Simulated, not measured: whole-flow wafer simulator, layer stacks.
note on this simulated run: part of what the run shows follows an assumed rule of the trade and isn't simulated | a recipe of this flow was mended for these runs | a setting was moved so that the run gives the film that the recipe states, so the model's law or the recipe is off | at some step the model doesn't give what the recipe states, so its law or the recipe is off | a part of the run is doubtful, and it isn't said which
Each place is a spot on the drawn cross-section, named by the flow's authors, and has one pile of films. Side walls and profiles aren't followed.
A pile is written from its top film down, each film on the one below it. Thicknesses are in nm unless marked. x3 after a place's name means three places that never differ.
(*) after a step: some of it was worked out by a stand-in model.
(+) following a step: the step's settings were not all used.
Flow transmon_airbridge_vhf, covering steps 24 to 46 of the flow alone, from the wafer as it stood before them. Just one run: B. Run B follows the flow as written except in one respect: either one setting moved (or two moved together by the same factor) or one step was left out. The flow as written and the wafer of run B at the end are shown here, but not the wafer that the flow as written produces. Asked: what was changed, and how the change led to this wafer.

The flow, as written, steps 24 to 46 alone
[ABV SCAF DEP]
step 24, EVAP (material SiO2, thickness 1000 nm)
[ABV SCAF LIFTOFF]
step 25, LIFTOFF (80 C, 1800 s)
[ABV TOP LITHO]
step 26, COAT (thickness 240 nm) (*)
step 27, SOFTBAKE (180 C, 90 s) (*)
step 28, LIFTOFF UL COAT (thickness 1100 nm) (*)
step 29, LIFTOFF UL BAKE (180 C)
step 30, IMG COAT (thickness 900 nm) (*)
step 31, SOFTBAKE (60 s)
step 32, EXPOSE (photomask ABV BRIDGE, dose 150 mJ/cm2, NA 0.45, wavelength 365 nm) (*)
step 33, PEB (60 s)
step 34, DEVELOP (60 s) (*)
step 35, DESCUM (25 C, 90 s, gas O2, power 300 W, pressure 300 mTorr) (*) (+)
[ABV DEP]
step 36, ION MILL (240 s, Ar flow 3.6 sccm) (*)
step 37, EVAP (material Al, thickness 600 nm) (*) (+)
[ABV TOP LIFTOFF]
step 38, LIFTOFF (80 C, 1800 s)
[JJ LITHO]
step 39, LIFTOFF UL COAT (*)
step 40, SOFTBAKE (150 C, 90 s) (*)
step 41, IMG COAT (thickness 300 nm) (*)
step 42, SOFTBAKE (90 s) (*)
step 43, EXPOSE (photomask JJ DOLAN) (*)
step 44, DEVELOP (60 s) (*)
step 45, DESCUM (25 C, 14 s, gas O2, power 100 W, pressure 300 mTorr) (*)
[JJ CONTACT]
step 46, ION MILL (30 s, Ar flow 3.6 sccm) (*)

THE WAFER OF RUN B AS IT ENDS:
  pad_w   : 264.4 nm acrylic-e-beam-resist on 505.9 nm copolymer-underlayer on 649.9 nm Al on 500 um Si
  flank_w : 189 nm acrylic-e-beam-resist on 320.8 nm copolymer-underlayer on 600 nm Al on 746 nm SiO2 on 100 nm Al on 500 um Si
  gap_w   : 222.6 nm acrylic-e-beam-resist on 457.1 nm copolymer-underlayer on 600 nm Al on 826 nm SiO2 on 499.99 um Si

The reason: step 24, EVAP: thickness 850 nm was run, though the flow has thickness 1000 nm.

Step by step, how the change led to this:
  step 24, EVAP (material SiO2, thickness 1000 nm)
      field x3, jj_line, ground_far and 10 more: SiO2 gains 850 (new film) (in the flow as written it would be: SiO2 gains 1000 (new film))
      flank_w, flank_e: SiO2 gains 770 (new film) (in the flow as written it would be: SiO2 gains 905.8 (new film))
  step 25, LIFTOFF (80 C, 1800 s)
      field x3, jj_line, trace_open_s x2: SiO2 loses 850 (all of it), i-line-resist loses 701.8 (all of it), lift-off-underlayer loses 1100 (all of it), acrylic-e-beam-resist loses 240 (all of it) (in the flow as written it would be: SiO2 loses 1000 (all of it), i-line-resist loses 701.8 (all of it), lift-off-underlayer loses 1100 (all of it), acrylic-e-beam-resist loses 240 (all of it))
      pad_w, pad_e: SiO2 loses 850 (all of it), i-line-resist loses 696.3 (all of it), lift-off-underlayer loses 1089.9 (all of it), acrylic-e-beam-resist loses 239.3 (all of it) (in the flow as written it would be: SiO2 loses 1000 (all of it), i-line-resist loses 696.3 (all of it), lift-off-underlayer loses 1089.9 (all of it), acrylic-e-beam-resist loses 239.3 (all of it))
      (and at 1 other place as well)
  step 26, COAT (thickness 240 nm) (*)
      flank_w, flank_e: acrylic-e-beam-resist gains 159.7 (new film) (in the flow as written it would be: acrylic-e-beam-resist gains 155.2 (new film))
      gap_w, gap_e: acrylic-e-beam-resist gains 217.8 (new film) (in the flow as written it would be: acrylic-e-beam-resist gains 211.2 (new film))
      (and at 5 other places as well)
  step 28, LIFTOFF UL COAT (thickness 1100 nm) (*)
      gap_w, gap_e: lift-off-underlayer gains 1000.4 (new film) (in the flow as written it would be: lift-off-underlayer gains 979.6 (new film))
      margin_s, margin_n: lift-off-underlayer gains 859.3 (new film) (in the flow as written it would be: lift-off-underlayer gains 823.4 (new film))
      (and at 3 other places as well)
  step 30, IMG COAT (thickness 900 nm) (*)
      gap_w, gap_e: i-line-resist gains 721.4 (new film) (in the flow as written it would be: i-line-resist gains 685.3 (new film))
      margin_s, margin_n: i-line-resist gains 650.8 (new film) (in the flow as written it would be: i-line-resist gains 603.2 (new film))
      (and at 4 other places as well)
  step 33, PEB (60 s)
      flank_w, flank_e: i-line-resist loses 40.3 (in the flow as written it would be: i-line-resist loses 38.8)
      gap_w, gap_e: i-line-resist loses 37 (in the flow as written it would be: i-line-resist loses 35)
      (and at 4 other places as well)
  step 34, DEVELOP (60 s) (*)
      gap_w, gap_e: i-line-resist loses 684.4 (all of it), lift-off-underlayer loses 1000.4 (all of it) (in the flow as written it would be: i-line-resist loses 650.2 (all of it), lift-off-underlayer loses 979.6 (all of it))
      flank_w: i-line-resist loses 743.1 (all of it), lift-off-underlayer loses 867.7 (all of it) (in the flow as written it would be: i-line-resist loses 716.4 (all of it), lift-off-underlayer loses 832.3 (all of it))
      (and at 3 other places as well)
  step 35, DESCUM (25 C, 90 s, gas O2, power 300 W, pressure 300 mTorr) (*) (+)
      field x3, jj_line, ground_far, trace_open_s x2, margin_s, margin_n: i-line-resist loses 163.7 (in the flow as written it would be: i-line-resist loses 167.2)
      flank_w, flank_e: acrylic-e-beam-resist loses 159.7 (all of it) (in the flow as written it would be: acrylic-e-beam-resist loses 155.2 (all of it))
      (and at 5 other places as well)
  step 38, LIFTOFF (80 C, 1800 s)
      margin_s, margin_n: Al loses 600 (all of it), i-line-resist loses 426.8 (all of it), lift-off-underlayer loses 859.3 (all of it), acrylic-e-beam-resist loses 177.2 (all of it) (in the flow as written it would be: Al loses 600 (all of it), i-line-resist loses 378.2 (all of it), lift-off-underlayer loses 823.4 (all of it), acrylic-e-beam-resist loses 168.6 (all of it))
  step 39, LIFTOFF UL COAT (*)
      flank_w, flank_e: copolymer-underlayer gains 320.8 (new film) (in the flow as written it would be: copolymer-underlayer gains 308 (new film))
      margin_s, margin_n: copolymer-underlayer gains 457.7 (new film) (in the flow as written it would be: copolymer-underlayer gains 446.3 (new film))
  step 41, IMG COAT (thickness 300 nm) (*)
      gap_w, gap_e: acrylic-e-beam-resist gains 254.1 (new film) (in the flow as written it would be: acrylic-e-beam-resist gains 247.8 (new film))
      margin_s, margin_n: acrylic-e-beam-resist gains 258.3 (new film) (in the flow as written it would be: acrylic-e-beam-resist gains 249.2 (new film))
      (and at 2 other places as well)
